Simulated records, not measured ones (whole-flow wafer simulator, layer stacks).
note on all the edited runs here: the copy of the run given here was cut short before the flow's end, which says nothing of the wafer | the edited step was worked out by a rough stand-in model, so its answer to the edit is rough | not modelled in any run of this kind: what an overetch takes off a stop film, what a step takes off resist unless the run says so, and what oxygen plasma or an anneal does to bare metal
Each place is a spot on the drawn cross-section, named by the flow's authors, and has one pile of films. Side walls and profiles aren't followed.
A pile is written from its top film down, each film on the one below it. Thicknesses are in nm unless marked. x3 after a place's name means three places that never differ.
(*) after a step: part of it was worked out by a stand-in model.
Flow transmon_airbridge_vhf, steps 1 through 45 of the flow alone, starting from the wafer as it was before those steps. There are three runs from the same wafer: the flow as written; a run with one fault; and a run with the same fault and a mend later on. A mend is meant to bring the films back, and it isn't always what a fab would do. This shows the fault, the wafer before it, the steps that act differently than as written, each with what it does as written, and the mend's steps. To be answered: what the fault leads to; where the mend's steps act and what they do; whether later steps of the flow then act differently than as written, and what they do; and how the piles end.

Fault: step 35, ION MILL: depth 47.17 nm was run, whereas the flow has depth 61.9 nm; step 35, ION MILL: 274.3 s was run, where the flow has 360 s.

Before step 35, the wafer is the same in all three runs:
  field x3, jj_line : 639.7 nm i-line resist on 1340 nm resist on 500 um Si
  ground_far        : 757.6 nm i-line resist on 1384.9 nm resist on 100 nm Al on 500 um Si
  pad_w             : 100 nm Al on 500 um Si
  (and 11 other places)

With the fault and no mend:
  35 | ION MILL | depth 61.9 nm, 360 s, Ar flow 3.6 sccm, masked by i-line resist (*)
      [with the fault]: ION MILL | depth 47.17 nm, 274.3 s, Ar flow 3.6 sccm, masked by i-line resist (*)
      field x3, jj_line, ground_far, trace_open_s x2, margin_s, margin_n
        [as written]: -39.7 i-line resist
        [with the fault]: -30.3 i-line resist
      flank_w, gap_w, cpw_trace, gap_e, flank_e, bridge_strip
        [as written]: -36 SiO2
        [with the fault]: -27.4 SiO2
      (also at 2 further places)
  Steps later in the flow that act otherwise than as written (3 more steps, not shown, differ only slightly: by at most 2% or 0.5 nm, whichever is larger):
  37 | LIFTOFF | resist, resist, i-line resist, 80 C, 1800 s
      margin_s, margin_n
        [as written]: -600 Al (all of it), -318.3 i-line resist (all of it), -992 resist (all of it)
        [with the fault]: -600 Al (all of it), -327.7 i-line resist (all of it), -992 resist (all of it)
  The piles end different from the flow's at pad_w, pad_e by more than 2% or 0.5 nm, whichever is larger.
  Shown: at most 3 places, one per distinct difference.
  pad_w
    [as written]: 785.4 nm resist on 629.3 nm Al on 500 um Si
    [with the fault]: 783 nm resist on 644.1 nm Al on 500 um Si

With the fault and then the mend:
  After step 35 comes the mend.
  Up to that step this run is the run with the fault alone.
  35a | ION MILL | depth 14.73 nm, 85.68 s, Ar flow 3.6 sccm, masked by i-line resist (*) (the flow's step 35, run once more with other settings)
      field x3, jj_line, ground_far, trace_open_s x2, margin_s, margin_n
        -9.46 i-line resist
      flank_w, gap_w, cpw_trace, gap_e, flank_e, bridge_strip
        -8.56 SiO2
      pad_w, pad_e
        -14.7 Al
  Later steps of the flow that are run all act as written at every place that is followed.
  By the end, the piles equal the flow's at every place that both follow.
